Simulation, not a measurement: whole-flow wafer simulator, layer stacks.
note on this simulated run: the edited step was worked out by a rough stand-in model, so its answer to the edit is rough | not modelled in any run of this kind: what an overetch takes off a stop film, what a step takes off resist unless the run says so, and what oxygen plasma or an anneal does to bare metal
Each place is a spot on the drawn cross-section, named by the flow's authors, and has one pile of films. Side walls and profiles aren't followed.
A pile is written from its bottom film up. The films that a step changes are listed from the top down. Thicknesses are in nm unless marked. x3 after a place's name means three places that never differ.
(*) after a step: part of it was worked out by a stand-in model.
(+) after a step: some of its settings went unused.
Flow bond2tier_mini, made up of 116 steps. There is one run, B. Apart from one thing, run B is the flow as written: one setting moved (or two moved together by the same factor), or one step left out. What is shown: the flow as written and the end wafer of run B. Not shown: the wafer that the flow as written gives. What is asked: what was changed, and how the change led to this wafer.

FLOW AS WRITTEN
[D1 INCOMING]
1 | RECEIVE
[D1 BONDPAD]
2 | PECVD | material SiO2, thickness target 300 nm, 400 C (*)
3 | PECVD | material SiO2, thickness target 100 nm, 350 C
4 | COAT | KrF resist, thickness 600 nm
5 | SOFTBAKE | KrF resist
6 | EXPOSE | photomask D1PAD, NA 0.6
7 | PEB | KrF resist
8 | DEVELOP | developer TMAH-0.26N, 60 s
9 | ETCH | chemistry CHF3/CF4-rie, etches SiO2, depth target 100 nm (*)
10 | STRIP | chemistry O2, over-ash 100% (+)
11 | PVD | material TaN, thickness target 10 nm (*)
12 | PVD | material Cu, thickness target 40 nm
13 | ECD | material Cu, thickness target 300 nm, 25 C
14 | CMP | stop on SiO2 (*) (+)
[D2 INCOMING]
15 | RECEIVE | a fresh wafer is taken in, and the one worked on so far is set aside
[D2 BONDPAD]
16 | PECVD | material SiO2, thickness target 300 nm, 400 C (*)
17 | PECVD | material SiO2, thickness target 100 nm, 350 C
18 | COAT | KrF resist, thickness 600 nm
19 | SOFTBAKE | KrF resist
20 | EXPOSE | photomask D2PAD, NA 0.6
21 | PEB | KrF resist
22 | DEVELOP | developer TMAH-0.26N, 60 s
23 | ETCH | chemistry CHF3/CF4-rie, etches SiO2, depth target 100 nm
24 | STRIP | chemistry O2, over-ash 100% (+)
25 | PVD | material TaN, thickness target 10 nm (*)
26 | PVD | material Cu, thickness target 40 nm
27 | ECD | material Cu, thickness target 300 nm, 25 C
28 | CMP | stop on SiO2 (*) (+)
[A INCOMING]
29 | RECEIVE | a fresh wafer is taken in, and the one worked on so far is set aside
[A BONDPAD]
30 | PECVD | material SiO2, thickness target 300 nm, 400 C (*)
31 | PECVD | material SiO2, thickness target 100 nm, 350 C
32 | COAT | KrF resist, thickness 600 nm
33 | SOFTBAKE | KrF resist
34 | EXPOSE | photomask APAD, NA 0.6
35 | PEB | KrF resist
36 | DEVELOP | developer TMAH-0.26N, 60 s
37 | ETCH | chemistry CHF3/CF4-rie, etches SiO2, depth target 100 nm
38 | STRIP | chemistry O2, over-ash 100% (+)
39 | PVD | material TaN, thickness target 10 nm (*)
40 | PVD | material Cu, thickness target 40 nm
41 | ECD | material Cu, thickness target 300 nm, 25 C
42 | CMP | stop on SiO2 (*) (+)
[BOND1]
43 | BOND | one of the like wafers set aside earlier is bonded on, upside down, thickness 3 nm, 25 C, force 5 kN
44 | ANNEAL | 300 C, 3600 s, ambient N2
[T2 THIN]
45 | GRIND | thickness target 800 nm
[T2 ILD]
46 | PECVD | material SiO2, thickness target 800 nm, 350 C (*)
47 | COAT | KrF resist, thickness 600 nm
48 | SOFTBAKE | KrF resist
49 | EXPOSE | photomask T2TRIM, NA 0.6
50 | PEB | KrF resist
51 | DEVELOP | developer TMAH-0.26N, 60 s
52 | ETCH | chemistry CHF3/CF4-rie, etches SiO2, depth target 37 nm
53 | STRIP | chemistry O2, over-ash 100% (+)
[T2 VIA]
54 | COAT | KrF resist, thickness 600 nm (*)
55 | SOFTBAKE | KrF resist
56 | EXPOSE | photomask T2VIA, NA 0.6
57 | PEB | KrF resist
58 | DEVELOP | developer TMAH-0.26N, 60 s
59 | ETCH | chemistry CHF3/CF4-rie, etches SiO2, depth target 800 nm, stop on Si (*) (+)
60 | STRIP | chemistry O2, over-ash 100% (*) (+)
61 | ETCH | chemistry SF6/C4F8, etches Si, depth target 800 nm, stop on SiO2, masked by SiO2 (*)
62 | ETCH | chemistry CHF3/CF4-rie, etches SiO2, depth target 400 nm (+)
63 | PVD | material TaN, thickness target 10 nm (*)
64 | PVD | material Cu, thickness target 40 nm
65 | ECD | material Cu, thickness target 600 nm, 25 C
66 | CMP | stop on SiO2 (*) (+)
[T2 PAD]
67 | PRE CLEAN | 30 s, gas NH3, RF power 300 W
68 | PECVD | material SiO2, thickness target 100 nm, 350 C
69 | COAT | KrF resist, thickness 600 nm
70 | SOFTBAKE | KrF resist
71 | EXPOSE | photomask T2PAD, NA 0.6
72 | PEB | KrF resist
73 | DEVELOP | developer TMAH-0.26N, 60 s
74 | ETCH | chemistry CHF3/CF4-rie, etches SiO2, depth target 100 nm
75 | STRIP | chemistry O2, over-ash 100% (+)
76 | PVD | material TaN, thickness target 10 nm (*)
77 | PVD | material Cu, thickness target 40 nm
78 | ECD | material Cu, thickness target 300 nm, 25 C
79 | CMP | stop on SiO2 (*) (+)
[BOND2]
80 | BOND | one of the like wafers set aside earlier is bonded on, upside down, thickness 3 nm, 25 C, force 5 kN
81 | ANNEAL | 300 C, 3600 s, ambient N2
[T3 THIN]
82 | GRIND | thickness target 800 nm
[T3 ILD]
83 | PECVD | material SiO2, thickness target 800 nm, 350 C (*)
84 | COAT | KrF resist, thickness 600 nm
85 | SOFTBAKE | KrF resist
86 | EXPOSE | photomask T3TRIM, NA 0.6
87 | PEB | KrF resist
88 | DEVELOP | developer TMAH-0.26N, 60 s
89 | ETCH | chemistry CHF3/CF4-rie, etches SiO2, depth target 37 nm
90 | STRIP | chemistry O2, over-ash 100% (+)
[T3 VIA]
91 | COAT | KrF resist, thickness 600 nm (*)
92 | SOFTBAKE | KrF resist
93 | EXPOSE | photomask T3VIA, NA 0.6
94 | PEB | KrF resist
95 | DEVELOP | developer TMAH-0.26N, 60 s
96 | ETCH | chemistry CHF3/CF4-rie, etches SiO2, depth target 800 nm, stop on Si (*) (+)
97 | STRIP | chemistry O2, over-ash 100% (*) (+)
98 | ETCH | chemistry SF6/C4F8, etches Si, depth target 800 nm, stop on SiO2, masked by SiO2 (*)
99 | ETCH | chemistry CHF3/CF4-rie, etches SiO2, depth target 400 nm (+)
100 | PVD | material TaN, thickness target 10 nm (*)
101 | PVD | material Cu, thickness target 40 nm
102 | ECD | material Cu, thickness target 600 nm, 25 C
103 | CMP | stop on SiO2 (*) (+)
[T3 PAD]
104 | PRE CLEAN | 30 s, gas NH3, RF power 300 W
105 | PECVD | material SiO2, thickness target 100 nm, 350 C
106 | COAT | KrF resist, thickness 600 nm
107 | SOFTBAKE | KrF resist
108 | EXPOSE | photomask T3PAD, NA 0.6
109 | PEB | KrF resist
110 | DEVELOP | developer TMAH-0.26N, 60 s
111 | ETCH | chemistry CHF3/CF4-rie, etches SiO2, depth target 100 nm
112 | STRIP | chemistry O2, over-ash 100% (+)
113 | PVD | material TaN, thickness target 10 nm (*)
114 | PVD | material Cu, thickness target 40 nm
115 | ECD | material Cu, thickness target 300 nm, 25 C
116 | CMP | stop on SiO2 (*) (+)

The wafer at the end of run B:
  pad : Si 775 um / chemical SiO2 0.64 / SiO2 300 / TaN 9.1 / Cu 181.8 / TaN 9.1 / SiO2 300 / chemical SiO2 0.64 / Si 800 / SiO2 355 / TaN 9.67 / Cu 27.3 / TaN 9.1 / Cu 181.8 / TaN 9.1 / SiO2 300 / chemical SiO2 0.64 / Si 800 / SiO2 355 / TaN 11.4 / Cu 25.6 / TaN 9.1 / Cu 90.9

What caused this: step 100, PVD: thickness target 11.8 nm was run, while the flow as written has thickness target 10 nm.

Step by step, how the change led to this:
  100 | PVD | material TaN, thickness target 10 nm (*)
      field: TaN gains 11.8 (new film) (it would be, as written: TaN gains 10 (new film))
      pad: TaN gains 11.4 (new film) (it would be, as written: TaN gains 9.67 (new film))
  103 | CMP | stop on SiO2 (*) (+)
      field: Cu loses 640 (all of it), TaN loses 11.8 (all of it) (it would be, as written: Cu loses 640 (all of it), TaN loses 10 (all of it))
